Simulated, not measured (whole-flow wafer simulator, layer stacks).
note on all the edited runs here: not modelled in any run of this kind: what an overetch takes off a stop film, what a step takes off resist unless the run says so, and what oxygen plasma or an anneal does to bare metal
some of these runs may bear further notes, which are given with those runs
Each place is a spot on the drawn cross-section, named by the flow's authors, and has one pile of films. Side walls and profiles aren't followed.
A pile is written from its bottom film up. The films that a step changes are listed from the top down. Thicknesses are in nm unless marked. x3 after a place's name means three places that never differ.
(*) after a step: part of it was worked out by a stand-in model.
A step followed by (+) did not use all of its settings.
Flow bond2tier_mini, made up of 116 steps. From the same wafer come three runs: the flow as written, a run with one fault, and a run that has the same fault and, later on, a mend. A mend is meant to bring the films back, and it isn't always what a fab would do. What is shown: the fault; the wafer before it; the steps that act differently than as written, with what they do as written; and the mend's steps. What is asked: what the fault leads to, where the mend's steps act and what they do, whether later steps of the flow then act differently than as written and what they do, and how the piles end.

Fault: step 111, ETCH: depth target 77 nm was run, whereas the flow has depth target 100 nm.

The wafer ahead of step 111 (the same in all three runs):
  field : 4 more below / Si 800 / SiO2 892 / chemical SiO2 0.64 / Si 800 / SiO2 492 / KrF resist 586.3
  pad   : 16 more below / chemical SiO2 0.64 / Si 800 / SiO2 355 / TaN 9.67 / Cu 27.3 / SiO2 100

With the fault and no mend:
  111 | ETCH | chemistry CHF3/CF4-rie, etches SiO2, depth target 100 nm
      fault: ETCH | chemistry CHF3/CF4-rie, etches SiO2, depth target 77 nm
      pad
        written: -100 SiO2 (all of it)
        fault: -77 SiO2
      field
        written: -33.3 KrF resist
        fault: -25.7 KrF resist
  Steps later in the flow that act otherwise than as written (not shown: 2 more steps that differ only slightly, by at most 2% or 0.5 nm, whichever is larger):
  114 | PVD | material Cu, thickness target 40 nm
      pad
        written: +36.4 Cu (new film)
        fault: +37.2 Cu (new film)
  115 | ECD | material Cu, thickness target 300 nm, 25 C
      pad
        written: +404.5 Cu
        fault: +380.5 Cu
  The piles end different from the flow's at pad by more than 2% or 0.5 nm, whichever is larger.
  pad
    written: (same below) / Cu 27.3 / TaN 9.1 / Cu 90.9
    fault: (same below) / Cu 27.3 / SiO2 23 / TaN 9.31 / Cu 67.7

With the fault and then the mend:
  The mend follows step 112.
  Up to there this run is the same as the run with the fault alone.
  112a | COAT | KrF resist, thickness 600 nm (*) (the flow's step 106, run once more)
      field
        +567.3 KrF resist (new film)
      pad
        +634 KrF resist (new film)
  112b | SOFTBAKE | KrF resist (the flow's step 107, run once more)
      does not change any film at any place that is followed
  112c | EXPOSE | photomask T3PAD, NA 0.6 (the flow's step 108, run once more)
      does not change any film at any place that is followed
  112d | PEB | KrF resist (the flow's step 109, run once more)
      does not change any film at any place that is followed
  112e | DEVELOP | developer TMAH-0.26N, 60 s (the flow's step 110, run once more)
      field
        -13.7 KrF resist
      pad
        -634 KrF resist (all of it)
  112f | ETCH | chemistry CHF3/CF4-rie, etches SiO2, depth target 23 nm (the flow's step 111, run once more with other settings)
      field
        -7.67 KrF resist
      pad
        -23 SiO2 (all of it)
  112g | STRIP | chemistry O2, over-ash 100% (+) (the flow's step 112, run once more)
      field
        -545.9 KrF resist (all of it)
  Later steps of the flow that are run all act as written at every place that is followed.
  At every place that both follow, the piles at the end match the flow's.
